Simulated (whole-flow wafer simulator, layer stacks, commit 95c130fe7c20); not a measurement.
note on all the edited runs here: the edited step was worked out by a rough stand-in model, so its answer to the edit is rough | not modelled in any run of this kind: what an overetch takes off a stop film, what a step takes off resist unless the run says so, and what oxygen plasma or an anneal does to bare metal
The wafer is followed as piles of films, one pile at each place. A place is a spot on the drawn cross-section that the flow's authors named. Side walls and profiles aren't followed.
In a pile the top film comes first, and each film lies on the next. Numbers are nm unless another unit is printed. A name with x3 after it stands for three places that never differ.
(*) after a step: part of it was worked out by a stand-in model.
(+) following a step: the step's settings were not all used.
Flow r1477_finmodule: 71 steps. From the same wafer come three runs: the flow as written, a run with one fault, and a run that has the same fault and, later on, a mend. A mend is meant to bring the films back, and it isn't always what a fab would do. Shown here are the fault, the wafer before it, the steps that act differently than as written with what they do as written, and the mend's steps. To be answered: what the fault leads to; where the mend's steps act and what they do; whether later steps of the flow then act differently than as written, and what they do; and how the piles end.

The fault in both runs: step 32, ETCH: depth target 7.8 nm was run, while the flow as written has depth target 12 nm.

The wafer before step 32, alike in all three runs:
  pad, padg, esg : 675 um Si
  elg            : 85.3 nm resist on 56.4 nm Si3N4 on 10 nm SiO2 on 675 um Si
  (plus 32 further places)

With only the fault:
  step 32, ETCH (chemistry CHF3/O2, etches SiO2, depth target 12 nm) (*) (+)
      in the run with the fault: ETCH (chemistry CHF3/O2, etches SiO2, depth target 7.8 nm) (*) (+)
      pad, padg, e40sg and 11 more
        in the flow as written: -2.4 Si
        in the run with the fault: -1.56 Si
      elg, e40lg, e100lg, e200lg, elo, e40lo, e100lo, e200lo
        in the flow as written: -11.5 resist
        in the run with the fault: -7.47 resist
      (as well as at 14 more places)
  Later steps of the flow acting differently than as written (4 more steps, not shown, differ only slightly: by at most 2% or 0.5 nm, whichever is larger):
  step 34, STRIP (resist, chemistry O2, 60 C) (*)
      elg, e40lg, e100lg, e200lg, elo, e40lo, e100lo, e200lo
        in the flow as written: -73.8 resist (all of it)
        in the run with the fault: -77.8 resist (all of it)
  When the end is reached, the piles differ only a little from the flow's at the places that both follow, at most by 2% or 0.5 nm, whichever is larger.

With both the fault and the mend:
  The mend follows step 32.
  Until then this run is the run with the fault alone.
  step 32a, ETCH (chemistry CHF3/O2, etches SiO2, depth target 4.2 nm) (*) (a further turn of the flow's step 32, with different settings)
      pad, padg, e40sg and 11 more
        -0.84 Si
      elg, e40lg, e100lg, e200lg, elo, e40lo, e100lo, e200lo
        -4.03 resist
      s40sg_line, s45sg_line, s50sg_line, s40so_line, s45so_line, s50so_line
        -4.2 SiO2
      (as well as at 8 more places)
  Later steps of the flow that are run all act as written at every place that is followed, up to a difference of at most 2% or 0.5 nm, whichever is larger.
  When the end is reached, the piles differ only a little from the flow's at the places that both follow, at most by 2% or 0.5 nm, whichever is larger.
